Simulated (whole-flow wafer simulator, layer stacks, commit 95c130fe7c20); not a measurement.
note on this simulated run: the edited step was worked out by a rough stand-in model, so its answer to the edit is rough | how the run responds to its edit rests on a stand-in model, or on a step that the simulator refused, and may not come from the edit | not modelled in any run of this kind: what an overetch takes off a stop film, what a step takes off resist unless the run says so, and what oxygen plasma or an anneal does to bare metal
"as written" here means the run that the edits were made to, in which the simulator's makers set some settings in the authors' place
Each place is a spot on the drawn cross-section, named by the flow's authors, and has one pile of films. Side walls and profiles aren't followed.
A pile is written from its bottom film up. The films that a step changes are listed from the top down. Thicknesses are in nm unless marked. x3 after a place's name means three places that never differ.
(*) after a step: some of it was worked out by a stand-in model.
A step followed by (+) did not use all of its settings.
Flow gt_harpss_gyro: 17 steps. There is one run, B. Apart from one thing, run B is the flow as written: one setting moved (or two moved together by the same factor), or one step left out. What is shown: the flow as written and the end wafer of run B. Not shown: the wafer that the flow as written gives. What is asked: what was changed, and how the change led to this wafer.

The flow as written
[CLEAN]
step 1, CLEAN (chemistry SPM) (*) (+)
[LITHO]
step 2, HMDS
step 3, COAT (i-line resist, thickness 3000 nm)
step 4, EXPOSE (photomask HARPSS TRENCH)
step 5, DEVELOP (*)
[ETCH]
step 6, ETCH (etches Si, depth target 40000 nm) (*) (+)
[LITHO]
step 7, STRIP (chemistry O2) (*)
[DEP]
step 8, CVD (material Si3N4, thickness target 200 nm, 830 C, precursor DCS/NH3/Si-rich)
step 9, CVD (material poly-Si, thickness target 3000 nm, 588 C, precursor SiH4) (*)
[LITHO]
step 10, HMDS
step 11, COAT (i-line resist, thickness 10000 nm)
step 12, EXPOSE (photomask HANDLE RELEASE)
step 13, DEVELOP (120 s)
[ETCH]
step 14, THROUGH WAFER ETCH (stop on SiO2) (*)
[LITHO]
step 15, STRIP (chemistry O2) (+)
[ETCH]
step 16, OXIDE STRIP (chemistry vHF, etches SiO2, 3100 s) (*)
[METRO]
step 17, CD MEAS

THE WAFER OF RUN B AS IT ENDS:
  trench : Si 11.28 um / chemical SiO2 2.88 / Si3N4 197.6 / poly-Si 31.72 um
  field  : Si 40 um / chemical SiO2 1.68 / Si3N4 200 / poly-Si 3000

Cause: step 6, ETCH: depth target 28720 nm was run, whereas the flow has depth target 40000 nm.

Step by step, how the change led to this:
  step 6, ETCH (etches Si, depth target 40000 nm) (*) (+)
      trench: -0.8 chemical SiO2 (all of it), -28.72 um Si (it would be, as written: -0.8 chemical SiO2 (all of it), -40 um Si (all of it))
      field: -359 i-line resist (it would be, as written: -500 i-line resist)
  step 7, STRIP (chemistry O2) (*)
      trench: +2.88 chemical SiO2 (new film), -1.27 Si (it would be, as written: nothing)
      field: -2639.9 i-line resist (all of it), +0.88 chemical SiO2, -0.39 Si (it would be, as written: -2498.9 i-line resist (all of it), +0.87 chemical SiO2, -0.38 Si)
  step 9, CVD (material poly-Si, thickness target 3000 nm, 588 C, precursor SiH4) (*)
      trench: +31.72 um poly-Si (new film) (it would be, as written: +43.01 um poly-Si (new film))
